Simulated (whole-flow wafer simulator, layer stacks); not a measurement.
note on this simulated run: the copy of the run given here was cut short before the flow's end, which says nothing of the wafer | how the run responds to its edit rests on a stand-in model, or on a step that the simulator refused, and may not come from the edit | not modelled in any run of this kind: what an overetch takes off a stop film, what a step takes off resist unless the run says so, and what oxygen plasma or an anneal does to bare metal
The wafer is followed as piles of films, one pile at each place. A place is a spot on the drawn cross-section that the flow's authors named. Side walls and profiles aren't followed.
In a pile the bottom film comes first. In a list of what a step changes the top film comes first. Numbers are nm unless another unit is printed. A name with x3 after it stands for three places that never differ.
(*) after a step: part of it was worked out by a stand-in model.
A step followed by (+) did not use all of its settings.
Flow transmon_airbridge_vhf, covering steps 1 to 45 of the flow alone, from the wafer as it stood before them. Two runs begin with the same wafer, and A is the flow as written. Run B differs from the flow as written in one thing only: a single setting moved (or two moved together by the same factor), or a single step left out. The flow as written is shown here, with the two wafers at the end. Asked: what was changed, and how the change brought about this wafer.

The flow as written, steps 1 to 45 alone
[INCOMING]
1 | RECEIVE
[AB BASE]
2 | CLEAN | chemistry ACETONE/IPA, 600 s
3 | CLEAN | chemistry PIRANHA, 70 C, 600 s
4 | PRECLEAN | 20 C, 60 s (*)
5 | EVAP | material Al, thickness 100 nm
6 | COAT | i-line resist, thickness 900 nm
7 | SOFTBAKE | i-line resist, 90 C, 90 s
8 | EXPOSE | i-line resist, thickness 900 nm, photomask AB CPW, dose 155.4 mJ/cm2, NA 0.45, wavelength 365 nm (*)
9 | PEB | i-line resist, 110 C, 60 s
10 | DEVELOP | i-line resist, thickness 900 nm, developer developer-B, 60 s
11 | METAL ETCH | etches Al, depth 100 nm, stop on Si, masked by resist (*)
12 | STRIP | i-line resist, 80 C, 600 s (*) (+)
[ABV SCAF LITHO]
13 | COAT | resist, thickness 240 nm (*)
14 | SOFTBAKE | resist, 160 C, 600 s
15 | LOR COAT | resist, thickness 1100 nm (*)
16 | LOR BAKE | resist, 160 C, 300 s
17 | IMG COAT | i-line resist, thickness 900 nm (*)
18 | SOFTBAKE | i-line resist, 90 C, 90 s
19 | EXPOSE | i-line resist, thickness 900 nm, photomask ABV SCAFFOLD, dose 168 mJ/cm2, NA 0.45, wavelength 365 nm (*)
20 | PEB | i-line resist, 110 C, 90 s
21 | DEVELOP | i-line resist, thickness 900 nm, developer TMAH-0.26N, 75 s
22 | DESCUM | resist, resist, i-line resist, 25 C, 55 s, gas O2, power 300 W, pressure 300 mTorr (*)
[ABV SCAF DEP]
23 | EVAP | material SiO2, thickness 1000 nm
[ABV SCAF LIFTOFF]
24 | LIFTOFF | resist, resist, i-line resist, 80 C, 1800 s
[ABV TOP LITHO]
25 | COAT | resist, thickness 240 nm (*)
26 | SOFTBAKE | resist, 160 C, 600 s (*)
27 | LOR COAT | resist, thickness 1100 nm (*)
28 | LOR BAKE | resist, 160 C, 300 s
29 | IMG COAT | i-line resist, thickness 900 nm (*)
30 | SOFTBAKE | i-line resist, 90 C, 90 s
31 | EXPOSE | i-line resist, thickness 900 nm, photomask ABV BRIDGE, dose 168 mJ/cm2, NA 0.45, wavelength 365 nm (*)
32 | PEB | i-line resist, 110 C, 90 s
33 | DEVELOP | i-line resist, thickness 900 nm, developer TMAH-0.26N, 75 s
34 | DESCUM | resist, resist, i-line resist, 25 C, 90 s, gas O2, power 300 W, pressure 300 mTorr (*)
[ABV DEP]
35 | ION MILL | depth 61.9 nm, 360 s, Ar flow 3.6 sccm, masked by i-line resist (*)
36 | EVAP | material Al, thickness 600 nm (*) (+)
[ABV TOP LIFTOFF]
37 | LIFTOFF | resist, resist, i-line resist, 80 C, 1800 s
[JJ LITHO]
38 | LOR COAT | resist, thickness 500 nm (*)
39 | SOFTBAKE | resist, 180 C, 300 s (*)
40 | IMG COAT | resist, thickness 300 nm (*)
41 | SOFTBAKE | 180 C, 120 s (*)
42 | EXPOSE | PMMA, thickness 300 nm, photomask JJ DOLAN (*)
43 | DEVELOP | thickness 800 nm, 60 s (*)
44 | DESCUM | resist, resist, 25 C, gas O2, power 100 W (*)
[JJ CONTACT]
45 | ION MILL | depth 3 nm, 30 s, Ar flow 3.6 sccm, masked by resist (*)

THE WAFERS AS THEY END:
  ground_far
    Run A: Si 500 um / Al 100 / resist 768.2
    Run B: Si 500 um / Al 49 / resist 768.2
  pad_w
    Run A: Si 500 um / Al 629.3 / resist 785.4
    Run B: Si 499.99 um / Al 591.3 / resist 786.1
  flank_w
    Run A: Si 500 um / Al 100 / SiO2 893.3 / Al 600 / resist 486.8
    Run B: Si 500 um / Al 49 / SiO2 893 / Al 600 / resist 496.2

What caused this: step 5, EVAP: thickness 49 nm was run, though the flow has thickness 100 nm.
One can read it off the wafer: ground_far has Al 49, and step 5 as written asks for 100 nm.

Step by step, how the change led to this:
  5 | EVAP | material Al, thickness 100 nm
      field x3, jj_line, ground_far and 12 more: A Al gains 100 (new film) | B Al gains 49 (new film)
  11 | METAL ETCH | etches Al, depth 100 nm, stop on Si, masked by resist (*)
      ground_far, pad_w, flank_w and 8 more: A i-line resist loses 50 | B i-line resist loses 36.8
      field x3, jj_line, gap_w, gap_e: A Al loses 100 (all of it) | B Al loses 49 (all of it)
  13 | COAT | resist, thickness 240 nm (*)
      flank_w, flank_e: A resist gains 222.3 (new film) | B resist gains 230.8 (new film)
      gap_w, gap_e: A resist gains 251.7 (new film) | B resist gains 246 (new film)
  22 | DESCUM | resist, resist, i-line resist, 25 C, 55 s, gas O2, power 300 W, pressure 300 mTorr (*)
      flank_w, flank_e: A resist loses 222.3 (all of it) | B resist loses 230.8 (all of it)
      gap_w, gap_e: A resist loses 251.7 (all of it) | B resist loses 246 (all of it)
  25 | COAT | resist, thickness 240 nm (*)
      flank_w, flank_e: A resist gains 152.6 (new film) | B resist gains 158.8 (new film)
      gap_w, gap_e: A resist gains 210.7 (new film) | B resist gains 205.2 (new film)
  32 | PEB | i-line resist, 110 C, 90 s
      gap_w, gap_e: A i-line resist loses 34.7 | B i-line resist loses 34
  34 | DESCUM | resist, resist, i-line resist, 25 C, 90 s, gas O2, power 300 W, pressure 300 mTorr (*)
      flank_w, flank_e: A resist loses 152.6 (all of it) | B resist loses 158.8 (all of it)
      gap_w, gap_e: A resist loses 210.7 (all of it) | B resist loses 205.2 (all of it)
  35 | ION MILL | depth 61.9 nm, 360 s, Ar flow 3.6 sccm, masked by i-line resist (*)
      pad_w, pad_e: A Al loses 61.9 | B Al loses 49 (all of it), Si loses 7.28
  36 | EVAP | material Al, thickness 600 nm (*) (+)
      pad_w, pad_e: A Al gains 591.2 | B Al gains 591.3 (new film)
  40 | IMG COAT | resist, thickness 300 nm (*)
      flank_w, flank_e: A resist gains 212.1 | B resist gains 219.5
